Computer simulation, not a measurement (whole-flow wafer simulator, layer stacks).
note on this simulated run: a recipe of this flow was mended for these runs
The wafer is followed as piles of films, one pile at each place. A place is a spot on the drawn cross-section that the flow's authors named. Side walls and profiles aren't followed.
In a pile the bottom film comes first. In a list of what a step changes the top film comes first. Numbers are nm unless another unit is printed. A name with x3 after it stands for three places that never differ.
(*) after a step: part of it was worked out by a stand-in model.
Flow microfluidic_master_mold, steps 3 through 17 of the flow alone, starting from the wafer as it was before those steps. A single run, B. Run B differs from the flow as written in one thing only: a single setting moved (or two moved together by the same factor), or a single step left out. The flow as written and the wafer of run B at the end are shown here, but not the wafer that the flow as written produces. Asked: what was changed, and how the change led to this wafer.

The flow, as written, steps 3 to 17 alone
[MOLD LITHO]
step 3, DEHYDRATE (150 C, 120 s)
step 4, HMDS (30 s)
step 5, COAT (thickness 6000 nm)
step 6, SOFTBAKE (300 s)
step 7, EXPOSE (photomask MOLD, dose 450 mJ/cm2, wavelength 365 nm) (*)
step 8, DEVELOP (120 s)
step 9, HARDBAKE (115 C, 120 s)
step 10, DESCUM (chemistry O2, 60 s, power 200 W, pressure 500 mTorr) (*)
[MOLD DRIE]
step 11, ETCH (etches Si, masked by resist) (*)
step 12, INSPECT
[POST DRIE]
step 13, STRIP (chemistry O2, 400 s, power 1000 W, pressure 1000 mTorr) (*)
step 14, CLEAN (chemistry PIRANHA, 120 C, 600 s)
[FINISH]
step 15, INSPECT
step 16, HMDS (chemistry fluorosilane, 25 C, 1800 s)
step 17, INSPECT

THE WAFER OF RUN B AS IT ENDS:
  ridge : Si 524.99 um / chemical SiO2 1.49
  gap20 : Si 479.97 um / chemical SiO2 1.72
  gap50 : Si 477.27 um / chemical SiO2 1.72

Cause: step 5, COAT: thickness 4594 nm was run, whereas the flow has thickness 6000 nm.

Step by step, how the change led to this:
  step 5, COAT (thickness 6000 nm)
      ridge, gap20, gap50, gap200 x2: thick-i-line-resist gains 4594 (new film) (it would be, as written: thick-i-line-resist gains 6000 (new film))
  step 8, DEVELOP (120 s)
      gap20, gap50, gap200 x2: thick-i-line-resist loses 4594 (all of it) (it would be, as written: thick-i-line-resist loses 6000 (all of it))
  step 9, HARDBAKE (115 C, 120 s)
      ridge: thick-i-line-resist loses 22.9 (it would be, as written: thick-i-line-resist loses 33.5)
  step 11, ETCH (etches Si, masked by resist) (*)
      gap20: chemical SiO2 loses 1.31 (all of it), Si loses 45.02 um (it would be, as written: chemical SiO2 loses 1.31 (all of it), Si loses 44.81 um)
      gap50: chemical SiO2 loses 1.31 (all of it), Si loses 47.72 um (it would be, as written: chemical SiO2 loses 1.31 (all of it), Si loses 47.62 um)
  step 13, STRIP (chemistry O2, 400 s, power 1000 W, pressure 1000 mTorr) (*)
      ridge: thick-i-line-resist loses 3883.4 (all of it), chemical SiO2 gains 0.89, Si loses 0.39 (it would be, as written: thick-i-line-resist loses 5278.7 (all of it), chemical SiO2 gains 0.78, Si loses 0.34)
